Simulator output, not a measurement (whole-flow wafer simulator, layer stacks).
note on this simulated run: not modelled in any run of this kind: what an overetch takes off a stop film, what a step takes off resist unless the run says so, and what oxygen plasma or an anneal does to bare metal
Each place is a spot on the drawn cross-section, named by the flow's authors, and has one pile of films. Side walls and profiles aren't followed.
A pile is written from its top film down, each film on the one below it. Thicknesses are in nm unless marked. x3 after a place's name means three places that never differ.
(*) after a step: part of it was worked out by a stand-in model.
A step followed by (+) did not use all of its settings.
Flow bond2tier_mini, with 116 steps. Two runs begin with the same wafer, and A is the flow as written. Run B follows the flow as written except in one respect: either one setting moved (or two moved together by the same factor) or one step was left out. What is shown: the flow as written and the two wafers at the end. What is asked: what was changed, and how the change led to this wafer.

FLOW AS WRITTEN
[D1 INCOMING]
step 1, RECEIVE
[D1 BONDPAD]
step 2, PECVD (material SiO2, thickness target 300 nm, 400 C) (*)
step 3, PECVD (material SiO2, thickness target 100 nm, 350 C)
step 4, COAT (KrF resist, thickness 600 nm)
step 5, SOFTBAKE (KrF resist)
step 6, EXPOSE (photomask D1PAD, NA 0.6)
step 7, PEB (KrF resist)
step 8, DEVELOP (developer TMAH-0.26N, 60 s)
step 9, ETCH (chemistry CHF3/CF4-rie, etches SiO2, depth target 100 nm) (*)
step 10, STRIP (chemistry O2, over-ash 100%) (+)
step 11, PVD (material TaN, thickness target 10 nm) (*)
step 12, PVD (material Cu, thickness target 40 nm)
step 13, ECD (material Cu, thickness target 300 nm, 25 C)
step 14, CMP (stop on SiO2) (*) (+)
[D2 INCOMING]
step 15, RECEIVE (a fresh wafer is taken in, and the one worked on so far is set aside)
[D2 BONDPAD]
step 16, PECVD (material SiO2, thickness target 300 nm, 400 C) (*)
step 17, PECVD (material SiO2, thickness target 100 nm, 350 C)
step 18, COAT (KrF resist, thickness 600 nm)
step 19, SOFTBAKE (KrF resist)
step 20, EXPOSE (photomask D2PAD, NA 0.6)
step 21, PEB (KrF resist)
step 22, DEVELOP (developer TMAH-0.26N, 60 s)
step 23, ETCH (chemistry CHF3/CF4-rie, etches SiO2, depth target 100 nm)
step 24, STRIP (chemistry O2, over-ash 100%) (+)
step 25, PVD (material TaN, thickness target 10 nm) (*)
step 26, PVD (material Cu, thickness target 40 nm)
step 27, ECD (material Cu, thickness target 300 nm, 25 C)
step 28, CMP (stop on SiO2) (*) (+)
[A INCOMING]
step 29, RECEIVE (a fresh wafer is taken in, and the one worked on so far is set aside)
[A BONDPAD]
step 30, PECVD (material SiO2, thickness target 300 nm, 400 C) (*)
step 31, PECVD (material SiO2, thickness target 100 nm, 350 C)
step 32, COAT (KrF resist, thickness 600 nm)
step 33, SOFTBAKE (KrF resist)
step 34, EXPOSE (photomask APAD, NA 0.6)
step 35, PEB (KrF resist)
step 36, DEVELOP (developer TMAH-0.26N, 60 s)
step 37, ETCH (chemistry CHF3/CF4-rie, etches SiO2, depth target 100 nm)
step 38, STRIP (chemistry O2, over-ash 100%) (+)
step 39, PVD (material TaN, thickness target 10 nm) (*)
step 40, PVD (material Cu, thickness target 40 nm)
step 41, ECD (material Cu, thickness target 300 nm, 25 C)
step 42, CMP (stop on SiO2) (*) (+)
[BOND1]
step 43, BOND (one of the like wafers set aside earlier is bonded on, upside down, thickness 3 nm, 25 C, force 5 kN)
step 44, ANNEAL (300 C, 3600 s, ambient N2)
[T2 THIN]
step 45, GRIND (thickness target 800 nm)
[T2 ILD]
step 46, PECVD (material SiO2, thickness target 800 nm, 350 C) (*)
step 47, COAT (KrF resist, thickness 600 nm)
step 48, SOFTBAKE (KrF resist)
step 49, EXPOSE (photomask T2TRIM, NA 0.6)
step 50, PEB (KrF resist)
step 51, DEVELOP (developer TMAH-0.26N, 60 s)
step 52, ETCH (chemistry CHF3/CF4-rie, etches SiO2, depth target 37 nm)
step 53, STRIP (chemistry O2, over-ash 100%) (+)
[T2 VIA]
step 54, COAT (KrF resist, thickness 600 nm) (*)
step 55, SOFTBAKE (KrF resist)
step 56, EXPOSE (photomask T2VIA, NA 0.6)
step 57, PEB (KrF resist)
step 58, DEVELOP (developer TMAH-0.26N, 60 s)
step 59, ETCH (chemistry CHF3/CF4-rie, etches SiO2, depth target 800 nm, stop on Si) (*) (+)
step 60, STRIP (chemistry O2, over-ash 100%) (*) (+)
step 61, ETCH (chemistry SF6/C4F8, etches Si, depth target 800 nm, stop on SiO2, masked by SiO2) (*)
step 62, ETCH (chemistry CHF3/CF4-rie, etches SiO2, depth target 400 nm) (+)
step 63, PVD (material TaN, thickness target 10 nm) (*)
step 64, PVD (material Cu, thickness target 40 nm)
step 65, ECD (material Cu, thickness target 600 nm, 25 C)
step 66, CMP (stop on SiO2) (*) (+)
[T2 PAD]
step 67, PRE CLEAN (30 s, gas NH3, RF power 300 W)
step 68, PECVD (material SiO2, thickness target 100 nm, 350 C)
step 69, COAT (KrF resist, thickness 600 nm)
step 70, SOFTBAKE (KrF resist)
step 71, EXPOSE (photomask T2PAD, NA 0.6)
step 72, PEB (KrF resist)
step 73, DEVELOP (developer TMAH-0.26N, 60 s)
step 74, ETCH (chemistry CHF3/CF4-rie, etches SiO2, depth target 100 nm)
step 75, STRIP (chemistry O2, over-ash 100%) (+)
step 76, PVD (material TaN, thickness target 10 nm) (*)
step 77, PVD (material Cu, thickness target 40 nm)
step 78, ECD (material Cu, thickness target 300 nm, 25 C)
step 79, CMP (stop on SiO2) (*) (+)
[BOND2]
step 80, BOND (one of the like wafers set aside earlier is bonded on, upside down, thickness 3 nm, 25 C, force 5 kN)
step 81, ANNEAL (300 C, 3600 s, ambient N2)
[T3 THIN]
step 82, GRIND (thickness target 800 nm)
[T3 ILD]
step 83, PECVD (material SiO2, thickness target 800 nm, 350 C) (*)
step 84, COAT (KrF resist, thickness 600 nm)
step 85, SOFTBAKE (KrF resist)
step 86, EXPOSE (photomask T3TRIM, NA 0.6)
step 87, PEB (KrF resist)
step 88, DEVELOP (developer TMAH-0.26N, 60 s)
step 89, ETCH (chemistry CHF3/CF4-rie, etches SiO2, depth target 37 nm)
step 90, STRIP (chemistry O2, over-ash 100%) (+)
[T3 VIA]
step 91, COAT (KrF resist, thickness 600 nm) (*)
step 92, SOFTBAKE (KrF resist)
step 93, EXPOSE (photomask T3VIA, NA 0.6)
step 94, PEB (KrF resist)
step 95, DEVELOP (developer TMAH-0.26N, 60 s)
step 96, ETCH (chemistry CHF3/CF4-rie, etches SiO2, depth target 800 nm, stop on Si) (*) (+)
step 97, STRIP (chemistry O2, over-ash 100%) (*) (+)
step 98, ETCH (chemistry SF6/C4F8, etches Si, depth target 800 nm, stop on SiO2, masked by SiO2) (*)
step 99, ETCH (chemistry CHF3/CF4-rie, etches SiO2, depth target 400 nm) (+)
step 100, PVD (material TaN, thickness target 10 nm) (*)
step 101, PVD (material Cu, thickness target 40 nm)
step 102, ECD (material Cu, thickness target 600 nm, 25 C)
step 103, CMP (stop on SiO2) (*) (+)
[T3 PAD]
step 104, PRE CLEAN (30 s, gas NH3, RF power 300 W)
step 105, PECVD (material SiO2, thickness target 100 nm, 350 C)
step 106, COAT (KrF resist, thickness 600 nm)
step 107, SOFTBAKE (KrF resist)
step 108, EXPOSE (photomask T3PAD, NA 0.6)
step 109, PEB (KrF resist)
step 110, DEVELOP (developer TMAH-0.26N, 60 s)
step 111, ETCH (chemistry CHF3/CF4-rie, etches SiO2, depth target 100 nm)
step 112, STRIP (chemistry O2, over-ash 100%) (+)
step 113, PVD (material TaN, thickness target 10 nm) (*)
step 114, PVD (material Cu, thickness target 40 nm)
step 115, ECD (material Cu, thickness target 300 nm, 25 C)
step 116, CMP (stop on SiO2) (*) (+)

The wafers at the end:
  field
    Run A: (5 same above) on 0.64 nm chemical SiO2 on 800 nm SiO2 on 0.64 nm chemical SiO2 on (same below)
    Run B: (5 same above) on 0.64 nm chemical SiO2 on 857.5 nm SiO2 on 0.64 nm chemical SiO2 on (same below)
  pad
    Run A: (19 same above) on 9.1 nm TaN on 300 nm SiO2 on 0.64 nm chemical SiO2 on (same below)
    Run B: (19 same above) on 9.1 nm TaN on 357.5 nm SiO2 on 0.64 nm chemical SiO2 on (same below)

The reason: step 31, PECVD: thickness target 157.5 nm was run, while the flow as written has thickness target 100 nm.

The path from the change to this, step by step:
  step 31, PECVD (material SiO2, thickness target 100 nm, 350 C)
      field, pad, via: A +100 SiO2 | B +157.5 SiO2
